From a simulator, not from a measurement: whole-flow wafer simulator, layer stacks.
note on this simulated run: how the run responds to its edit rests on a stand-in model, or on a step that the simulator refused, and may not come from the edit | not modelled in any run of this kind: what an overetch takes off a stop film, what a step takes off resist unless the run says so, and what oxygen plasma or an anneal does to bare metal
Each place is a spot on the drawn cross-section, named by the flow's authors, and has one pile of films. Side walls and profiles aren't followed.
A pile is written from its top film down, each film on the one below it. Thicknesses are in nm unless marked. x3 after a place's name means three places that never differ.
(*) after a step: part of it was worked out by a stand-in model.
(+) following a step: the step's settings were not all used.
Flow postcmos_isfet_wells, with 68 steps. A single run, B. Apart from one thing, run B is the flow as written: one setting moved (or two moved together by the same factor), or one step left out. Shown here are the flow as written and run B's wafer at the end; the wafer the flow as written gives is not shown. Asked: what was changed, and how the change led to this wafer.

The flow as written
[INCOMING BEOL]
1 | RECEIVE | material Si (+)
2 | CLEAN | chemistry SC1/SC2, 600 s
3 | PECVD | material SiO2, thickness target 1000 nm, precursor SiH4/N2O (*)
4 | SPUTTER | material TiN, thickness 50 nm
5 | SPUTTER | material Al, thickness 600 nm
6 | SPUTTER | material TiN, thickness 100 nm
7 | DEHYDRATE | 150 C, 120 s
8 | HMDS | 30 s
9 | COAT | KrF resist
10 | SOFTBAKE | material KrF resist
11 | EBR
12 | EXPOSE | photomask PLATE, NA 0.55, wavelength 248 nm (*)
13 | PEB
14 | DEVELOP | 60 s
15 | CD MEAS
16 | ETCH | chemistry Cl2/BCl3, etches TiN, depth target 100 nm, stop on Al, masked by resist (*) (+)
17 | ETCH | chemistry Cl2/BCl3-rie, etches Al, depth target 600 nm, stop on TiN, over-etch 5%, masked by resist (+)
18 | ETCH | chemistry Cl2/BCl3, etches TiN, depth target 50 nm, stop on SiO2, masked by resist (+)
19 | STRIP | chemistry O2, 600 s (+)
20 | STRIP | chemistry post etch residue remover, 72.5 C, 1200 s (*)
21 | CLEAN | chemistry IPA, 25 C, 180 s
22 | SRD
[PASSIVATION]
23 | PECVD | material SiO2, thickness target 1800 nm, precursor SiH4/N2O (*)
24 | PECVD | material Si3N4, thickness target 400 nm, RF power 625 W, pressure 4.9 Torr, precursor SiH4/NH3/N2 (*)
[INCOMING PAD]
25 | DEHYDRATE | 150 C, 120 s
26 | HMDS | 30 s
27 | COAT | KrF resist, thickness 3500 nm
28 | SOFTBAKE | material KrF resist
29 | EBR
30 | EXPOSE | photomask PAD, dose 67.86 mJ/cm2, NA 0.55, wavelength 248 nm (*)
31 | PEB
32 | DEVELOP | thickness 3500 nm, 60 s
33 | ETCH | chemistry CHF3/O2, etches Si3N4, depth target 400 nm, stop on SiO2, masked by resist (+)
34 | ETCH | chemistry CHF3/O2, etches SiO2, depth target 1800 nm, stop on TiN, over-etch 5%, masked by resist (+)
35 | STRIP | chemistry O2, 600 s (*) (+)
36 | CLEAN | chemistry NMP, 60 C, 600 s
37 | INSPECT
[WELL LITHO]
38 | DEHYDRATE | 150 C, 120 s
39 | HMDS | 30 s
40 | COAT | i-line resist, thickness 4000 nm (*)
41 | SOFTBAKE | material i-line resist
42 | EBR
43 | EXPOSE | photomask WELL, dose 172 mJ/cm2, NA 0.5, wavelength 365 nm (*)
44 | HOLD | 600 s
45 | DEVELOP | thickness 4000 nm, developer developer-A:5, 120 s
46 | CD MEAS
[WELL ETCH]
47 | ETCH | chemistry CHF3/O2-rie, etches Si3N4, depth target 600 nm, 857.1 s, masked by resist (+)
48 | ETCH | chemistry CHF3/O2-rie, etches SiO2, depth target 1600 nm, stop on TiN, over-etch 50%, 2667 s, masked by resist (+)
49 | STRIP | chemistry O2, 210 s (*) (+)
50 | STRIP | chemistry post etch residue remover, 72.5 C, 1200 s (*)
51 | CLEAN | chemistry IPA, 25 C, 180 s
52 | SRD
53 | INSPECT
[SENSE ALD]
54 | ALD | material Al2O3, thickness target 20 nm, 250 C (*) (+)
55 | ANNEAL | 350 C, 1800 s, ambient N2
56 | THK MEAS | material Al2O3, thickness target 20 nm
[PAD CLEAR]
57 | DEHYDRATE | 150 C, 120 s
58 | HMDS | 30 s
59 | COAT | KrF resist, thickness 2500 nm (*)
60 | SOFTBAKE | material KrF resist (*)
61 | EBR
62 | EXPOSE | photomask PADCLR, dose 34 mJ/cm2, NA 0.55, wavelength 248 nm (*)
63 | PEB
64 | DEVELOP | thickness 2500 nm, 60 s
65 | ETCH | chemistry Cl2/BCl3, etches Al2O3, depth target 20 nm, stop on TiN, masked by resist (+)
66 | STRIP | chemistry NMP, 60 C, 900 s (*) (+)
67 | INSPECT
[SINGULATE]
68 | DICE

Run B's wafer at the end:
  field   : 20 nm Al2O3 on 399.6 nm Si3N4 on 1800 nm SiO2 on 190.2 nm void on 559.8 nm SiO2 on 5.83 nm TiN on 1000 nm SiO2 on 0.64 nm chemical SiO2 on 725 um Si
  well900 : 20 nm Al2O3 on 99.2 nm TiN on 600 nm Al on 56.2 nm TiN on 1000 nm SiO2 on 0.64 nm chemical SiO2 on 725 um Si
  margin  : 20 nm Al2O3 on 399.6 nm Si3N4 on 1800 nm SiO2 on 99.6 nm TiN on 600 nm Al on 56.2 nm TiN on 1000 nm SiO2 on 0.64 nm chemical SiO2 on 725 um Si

The reason: step 4, SPUTTER: thickness 56.25 nm was run, whereas the flow has thickness 50 nm.
The wafer lets one read it off: well900 has TiN 56.2, and step 4 as written asks for 50 nm.

The path from the change to this, step by step:
  4 | SPUTTER | material TiN, thickness 50 nm
      field, margin, well900 and 6 more: TiN gains 56.2 (new film) (in the flow as written it would be: TiN gains 50 (new film))
  18 | ETCH | chemistry Cl2/BCl3, etches TiN, depth target 50 nm, stop on SiO2, masked by resist (+)
      field: TiN loses 50 (in the flow as written it would be: TiN loses 50 (all of it))
  23 | PECVD | material SiO2, thickness target 1800 nm, precursor SiH4/N2O (*)
      field: SiO2 gains 1800 (new film), void gains 190.2 (new film), SiO2 gains 559.8 (new film) (in the flow as written it would be: SiO2 gains 1800 (new film), void gains 189.9 (new film), SiO2 gains 559.7)
With metal films that touch counted as one body, field has 1 body; the flow as written gives 0 bodies.
